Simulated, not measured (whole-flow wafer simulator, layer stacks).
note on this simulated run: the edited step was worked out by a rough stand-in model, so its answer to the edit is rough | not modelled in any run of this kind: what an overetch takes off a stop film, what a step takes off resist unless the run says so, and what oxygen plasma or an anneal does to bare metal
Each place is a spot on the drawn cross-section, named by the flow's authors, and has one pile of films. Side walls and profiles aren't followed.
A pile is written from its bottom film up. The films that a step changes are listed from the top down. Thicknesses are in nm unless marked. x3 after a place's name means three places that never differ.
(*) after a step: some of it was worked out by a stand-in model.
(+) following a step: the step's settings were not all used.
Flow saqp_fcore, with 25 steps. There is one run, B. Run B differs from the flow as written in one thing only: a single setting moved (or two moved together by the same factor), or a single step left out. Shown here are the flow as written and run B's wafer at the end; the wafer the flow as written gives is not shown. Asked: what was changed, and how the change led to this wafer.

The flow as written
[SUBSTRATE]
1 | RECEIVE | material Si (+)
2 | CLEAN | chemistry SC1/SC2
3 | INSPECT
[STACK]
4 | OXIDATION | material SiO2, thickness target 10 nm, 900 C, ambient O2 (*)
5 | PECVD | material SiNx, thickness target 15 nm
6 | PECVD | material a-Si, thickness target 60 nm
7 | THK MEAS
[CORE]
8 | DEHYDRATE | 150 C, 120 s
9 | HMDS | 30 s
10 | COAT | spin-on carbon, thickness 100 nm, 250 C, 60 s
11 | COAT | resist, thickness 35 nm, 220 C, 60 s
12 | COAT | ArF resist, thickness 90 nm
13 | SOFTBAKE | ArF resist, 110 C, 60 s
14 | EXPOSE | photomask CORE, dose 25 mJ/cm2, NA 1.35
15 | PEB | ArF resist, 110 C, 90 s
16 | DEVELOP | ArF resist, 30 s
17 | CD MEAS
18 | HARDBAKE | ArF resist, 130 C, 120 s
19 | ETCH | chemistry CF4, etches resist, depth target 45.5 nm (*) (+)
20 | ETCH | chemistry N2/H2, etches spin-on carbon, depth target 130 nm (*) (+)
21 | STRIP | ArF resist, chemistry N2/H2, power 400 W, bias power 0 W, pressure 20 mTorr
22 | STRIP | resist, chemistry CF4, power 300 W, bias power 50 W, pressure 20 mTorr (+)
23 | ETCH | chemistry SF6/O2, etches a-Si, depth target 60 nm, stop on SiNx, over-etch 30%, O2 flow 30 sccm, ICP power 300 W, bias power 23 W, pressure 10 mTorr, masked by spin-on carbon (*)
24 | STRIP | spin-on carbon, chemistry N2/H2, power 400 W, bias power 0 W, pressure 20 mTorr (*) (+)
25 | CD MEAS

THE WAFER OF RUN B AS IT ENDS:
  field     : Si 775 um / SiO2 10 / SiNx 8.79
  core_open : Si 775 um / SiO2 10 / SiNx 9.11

The reason: step 23, ETCH: over-etch 44.3% was run, though the flow has over-etch 30%.

How this came from the change, step by step:
  23 | ETCH | chemistry SF6/O2, etches a-Si, depth target 60 nm, stop on SiNx, over-etch 30%, O2 flow 30 sccm, ICP power 300 W, bias power 23 W, pressure 10 mTorr, masked by spin-on carbon (*)
      field: a-Si loses 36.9 (all of it), SiNx loses 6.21 (in the flow as written it would be: a-Si loses 36.9 (all of it), SiNx loses 5.14)
      core_open: a-Si loses 39.4 (all of it), SiNx loses 5.89 (in the flow as written it would be: a-Si loses 39.4 (all of it), SiNx loses 4.82)
      (also at 1 further place)
